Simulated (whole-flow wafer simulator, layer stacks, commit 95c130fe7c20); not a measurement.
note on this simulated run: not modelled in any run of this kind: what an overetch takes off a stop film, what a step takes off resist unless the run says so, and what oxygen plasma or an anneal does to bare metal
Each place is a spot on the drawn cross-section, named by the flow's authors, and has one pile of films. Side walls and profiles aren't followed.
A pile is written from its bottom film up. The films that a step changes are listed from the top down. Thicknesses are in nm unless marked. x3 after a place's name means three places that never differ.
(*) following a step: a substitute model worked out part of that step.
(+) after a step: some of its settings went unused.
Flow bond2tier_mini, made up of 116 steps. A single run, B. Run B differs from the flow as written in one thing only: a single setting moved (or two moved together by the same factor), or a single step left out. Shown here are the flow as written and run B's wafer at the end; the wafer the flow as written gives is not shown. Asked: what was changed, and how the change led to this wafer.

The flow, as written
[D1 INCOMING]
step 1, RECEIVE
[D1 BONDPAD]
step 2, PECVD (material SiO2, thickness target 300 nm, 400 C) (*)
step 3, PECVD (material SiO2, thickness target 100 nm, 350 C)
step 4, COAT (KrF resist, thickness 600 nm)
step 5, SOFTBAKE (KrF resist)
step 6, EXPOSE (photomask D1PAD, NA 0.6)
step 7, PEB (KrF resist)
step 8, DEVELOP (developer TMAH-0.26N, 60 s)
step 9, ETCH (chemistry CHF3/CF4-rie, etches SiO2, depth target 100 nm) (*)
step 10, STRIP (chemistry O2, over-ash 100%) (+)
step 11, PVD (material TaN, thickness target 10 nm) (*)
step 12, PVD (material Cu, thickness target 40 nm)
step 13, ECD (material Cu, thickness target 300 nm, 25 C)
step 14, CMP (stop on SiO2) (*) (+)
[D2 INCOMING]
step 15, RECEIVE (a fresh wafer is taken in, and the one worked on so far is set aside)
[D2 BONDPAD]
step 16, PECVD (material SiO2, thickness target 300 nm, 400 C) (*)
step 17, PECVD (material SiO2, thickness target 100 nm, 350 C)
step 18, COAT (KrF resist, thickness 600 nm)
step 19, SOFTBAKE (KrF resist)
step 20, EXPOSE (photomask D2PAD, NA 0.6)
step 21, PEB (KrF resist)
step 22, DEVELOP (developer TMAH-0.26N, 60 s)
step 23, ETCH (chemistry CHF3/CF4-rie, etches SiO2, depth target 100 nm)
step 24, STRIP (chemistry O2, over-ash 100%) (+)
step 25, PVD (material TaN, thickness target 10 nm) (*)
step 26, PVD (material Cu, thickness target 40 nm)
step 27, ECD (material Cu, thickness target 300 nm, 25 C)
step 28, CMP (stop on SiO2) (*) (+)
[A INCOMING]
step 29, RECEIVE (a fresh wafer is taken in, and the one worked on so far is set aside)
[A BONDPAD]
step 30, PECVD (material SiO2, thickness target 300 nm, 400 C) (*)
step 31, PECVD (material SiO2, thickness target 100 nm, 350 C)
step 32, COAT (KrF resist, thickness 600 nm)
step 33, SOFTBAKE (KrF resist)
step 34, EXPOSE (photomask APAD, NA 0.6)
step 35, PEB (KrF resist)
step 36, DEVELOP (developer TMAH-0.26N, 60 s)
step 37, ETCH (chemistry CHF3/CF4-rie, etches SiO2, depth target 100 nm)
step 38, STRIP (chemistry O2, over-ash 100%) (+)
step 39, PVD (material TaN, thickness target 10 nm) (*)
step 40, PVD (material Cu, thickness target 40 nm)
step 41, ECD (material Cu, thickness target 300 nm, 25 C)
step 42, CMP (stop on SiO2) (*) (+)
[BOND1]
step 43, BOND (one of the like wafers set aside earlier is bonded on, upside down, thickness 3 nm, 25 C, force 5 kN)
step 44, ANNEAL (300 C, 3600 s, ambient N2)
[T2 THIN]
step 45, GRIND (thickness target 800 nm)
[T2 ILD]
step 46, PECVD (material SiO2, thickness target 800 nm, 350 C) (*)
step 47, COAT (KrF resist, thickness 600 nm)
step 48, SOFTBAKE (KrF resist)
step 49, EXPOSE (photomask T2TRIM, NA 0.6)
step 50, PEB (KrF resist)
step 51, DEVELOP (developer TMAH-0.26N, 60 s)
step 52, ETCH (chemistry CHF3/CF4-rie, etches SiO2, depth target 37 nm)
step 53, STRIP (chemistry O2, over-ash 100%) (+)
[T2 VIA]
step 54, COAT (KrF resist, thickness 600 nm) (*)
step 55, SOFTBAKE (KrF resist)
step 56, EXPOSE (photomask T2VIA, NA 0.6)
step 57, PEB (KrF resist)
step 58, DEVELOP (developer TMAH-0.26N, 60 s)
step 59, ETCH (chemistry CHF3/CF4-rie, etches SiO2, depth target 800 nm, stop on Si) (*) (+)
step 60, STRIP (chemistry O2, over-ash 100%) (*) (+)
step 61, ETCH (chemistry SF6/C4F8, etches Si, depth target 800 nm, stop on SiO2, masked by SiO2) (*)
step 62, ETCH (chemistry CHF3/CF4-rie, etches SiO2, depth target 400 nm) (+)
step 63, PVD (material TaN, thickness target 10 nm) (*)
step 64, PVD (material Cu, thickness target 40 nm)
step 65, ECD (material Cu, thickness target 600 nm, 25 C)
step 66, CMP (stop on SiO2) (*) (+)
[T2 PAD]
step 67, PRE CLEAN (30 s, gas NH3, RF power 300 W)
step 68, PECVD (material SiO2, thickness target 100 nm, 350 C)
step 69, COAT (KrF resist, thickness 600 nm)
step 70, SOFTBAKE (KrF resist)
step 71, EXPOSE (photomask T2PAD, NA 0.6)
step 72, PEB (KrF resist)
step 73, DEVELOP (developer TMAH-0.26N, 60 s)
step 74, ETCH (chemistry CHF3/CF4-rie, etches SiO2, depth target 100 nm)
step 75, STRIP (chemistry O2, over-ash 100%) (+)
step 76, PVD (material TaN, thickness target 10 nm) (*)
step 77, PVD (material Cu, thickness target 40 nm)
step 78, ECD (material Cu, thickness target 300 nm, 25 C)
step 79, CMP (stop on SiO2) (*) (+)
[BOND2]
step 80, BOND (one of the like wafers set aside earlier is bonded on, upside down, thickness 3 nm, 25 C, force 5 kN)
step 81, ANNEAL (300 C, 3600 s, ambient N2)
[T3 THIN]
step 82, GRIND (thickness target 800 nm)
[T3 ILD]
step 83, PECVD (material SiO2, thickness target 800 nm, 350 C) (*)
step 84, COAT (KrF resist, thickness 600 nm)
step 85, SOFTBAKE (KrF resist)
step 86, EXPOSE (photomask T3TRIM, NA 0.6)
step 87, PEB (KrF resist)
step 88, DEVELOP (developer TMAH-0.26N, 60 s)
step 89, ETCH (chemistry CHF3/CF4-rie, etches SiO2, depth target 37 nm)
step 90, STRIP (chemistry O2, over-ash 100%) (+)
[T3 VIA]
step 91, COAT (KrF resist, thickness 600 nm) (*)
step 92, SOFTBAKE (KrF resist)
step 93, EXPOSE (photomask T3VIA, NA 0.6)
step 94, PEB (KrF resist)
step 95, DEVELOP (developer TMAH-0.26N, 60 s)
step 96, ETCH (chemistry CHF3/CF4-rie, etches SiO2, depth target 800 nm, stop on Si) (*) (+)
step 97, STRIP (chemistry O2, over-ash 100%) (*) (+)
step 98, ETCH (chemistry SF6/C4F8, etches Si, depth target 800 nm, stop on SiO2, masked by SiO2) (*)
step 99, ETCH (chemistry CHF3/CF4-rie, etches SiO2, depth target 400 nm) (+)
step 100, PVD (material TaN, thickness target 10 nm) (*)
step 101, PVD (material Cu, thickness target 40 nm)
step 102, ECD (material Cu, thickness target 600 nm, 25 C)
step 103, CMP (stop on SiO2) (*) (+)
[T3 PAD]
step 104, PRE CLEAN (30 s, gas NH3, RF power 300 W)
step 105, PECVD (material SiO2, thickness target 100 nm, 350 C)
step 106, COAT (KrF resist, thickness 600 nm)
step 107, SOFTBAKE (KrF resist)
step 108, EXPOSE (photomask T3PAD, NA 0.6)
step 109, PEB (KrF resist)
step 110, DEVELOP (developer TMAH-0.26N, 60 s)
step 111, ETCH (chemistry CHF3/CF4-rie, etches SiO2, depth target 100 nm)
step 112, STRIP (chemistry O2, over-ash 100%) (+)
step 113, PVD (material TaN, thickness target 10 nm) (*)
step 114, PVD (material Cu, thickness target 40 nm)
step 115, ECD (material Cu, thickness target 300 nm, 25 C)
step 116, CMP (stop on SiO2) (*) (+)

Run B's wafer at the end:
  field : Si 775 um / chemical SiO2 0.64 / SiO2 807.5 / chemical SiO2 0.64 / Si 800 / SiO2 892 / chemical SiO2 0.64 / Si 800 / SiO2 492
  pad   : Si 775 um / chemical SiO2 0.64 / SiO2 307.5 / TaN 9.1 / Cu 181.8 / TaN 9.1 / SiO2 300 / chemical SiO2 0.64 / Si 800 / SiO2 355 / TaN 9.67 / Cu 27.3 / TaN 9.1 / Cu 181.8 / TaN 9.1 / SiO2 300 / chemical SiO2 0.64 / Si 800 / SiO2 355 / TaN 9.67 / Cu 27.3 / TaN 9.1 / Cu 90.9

The reason: step 31, PECVD: thickness target 107.5 nm was run, while the flow as written has thickness target 100 nm.

The path from the change to this, step by step:
  step 31, PECVD (material SiO2, thickness target 100 nm, 350 C)
      field, pad, via: +107.5 SiO2 (in the flow as written it would be: +100 SiO2)
